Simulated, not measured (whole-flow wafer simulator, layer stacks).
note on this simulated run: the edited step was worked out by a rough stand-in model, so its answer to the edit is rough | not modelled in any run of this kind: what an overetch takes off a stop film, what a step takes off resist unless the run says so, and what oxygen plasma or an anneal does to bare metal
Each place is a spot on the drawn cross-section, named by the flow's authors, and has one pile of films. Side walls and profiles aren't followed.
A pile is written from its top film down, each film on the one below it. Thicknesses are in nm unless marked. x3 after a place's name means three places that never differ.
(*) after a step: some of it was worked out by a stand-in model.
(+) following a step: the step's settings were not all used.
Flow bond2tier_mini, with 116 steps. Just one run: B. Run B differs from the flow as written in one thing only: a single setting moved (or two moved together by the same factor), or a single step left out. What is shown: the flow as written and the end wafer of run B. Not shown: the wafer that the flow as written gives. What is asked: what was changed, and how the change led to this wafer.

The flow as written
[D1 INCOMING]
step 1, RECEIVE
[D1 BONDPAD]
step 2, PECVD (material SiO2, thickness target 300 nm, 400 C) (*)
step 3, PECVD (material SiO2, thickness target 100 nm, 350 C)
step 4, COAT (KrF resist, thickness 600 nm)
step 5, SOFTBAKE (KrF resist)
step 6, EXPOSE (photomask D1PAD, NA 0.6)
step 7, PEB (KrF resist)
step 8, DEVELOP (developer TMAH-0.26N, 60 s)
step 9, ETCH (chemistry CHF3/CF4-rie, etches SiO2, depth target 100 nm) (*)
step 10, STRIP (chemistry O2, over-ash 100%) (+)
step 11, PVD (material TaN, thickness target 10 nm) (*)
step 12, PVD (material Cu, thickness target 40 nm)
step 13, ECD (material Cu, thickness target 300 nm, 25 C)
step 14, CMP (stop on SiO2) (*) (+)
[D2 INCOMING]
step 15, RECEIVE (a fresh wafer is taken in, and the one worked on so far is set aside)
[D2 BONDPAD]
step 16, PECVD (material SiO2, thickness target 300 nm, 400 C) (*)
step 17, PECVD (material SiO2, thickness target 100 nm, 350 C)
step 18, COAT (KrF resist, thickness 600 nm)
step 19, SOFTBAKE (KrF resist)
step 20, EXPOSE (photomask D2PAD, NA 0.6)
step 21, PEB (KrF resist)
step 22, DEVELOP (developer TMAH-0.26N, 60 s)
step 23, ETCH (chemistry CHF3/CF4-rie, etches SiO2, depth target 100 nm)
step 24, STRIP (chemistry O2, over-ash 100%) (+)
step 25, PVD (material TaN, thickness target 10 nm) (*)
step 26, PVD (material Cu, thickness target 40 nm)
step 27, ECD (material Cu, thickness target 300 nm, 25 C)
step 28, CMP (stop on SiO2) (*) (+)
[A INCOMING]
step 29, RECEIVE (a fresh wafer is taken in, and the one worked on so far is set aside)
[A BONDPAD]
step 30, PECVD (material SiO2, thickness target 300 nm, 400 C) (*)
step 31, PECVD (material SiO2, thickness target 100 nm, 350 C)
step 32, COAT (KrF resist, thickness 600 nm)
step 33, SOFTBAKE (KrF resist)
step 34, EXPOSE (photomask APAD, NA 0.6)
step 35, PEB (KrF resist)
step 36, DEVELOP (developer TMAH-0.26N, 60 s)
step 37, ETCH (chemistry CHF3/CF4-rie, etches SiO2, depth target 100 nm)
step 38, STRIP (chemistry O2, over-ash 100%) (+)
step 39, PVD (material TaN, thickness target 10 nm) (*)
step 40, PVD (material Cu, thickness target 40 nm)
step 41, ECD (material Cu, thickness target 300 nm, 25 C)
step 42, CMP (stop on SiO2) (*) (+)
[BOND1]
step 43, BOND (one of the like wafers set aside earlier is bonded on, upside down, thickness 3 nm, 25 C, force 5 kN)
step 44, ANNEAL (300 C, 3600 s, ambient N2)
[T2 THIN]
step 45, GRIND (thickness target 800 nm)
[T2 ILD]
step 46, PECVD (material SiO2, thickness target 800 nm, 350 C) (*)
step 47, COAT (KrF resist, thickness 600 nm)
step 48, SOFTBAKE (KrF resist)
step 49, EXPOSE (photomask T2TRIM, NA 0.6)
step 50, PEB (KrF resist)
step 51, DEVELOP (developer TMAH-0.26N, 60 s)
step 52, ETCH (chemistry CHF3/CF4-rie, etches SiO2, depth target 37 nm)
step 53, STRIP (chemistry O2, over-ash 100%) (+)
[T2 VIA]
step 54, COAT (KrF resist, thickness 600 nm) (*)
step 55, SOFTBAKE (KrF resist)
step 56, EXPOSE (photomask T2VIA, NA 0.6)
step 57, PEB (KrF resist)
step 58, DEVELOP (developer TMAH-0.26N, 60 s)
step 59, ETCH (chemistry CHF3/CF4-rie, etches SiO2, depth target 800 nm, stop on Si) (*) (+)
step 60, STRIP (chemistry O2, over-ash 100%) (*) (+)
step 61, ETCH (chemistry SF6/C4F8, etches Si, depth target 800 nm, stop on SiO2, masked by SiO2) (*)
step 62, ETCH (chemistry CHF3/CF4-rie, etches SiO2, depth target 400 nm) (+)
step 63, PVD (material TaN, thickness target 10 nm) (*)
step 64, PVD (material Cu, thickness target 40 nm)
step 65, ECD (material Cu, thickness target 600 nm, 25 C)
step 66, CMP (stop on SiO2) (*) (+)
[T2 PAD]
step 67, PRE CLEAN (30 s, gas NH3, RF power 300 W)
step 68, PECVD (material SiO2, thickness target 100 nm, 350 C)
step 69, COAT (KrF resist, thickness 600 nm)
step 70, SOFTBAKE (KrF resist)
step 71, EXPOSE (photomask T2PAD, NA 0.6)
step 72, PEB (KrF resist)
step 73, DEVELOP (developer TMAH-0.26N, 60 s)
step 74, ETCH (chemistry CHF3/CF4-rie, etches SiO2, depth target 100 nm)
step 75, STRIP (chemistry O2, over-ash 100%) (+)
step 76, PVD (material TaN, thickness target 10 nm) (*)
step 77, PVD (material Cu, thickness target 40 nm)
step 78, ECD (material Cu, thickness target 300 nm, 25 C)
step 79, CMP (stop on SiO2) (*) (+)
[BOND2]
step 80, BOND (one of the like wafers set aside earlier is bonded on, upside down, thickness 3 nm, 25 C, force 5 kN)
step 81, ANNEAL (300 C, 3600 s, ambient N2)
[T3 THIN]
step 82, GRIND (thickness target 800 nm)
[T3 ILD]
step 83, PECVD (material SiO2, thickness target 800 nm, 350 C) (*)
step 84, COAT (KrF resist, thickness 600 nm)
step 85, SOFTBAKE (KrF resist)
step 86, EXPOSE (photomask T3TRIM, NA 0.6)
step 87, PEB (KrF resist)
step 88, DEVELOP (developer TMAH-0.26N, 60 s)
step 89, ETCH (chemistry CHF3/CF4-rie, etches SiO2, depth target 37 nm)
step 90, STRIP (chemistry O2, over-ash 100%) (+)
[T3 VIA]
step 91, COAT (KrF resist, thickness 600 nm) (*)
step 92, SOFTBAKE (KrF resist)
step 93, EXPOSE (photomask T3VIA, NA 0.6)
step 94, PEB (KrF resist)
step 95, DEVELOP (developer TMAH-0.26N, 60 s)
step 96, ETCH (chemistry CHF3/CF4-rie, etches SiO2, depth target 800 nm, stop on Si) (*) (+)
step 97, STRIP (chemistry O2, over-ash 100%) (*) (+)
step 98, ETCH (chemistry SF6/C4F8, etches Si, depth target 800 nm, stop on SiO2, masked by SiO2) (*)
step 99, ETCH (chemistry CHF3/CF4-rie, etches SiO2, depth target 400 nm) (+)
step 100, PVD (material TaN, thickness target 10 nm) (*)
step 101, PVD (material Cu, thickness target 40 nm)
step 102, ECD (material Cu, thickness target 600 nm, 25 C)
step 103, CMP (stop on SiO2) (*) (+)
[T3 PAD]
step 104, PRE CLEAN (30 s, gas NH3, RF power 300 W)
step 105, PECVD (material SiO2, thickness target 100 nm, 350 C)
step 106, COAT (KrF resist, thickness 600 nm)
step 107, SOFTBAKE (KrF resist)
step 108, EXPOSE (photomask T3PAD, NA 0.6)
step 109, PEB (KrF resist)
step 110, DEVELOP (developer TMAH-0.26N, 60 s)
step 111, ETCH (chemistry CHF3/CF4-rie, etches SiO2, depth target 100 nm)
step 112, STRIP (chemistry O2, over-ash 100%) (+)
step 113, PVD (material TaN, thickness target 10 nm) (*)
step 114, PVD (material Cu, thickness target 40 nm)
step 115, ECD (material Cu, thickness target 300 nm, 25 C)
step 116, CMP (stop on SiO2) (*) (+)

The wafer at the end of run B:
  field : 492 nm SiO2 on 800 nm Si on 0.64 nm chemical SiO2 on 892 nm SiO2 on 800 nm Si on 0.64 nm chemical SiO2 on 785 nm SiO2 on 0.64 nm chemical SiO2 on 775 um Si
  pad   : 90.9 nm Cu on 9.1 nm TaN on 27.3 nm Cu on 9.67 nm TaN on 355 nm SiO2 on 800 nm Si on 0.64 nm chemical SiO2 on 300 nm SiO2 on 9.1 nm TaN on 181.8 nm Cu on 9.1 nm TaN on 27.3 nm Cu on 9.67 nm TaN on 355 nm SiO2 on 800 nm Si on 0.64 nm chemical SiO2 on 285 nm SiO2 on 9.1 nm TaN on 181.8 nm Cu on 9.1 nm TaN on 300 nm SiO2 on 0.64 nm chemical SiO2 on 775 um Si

The reason: step 2, PECVD: thickness target 285 nm was run, while the flow as written has thickness target 300 nm.
One can read it off the wafer: pad has SiO2 285, and step 2 as written asks for 300 nm.

Step by step, how the change led to this:
  step 2, PECVD (material SiO2, thickness target 300 nm, 400 C) (*)
      field, pad, via: SiO2 gains 285 (new film) (as written it would have been: SiO2 gains 300 (new film))
  step 43, BOND (one of the like wafers set aside earlier is bonded on, upside down, thickness 3 nm, 25 C, force 5 kN)
      field: Si gains 775 um (new film), chemical SiO2 gains 0.64 (new film), SiO2 gains 385 (as written it would have been: Si gains 775 um (new film), chemical SiO2 gains 0.64 (new film), SiO2 gains 400)
      pad: Si gains 775 um (new film), chemical SiO2 gains 0.64 (new film), SiO2 gains 285 (new film), TaN gains 9.1 (new film), Cu gains 90.9 (as written it would have been: Si gains 775 um (new film), chemical SiO2 gains 0.64 (new film), SiO2 gains 300 (new film), TaN gains 9.1 (new film), Cu gains 90.9)
      (and at 1 other place as well)
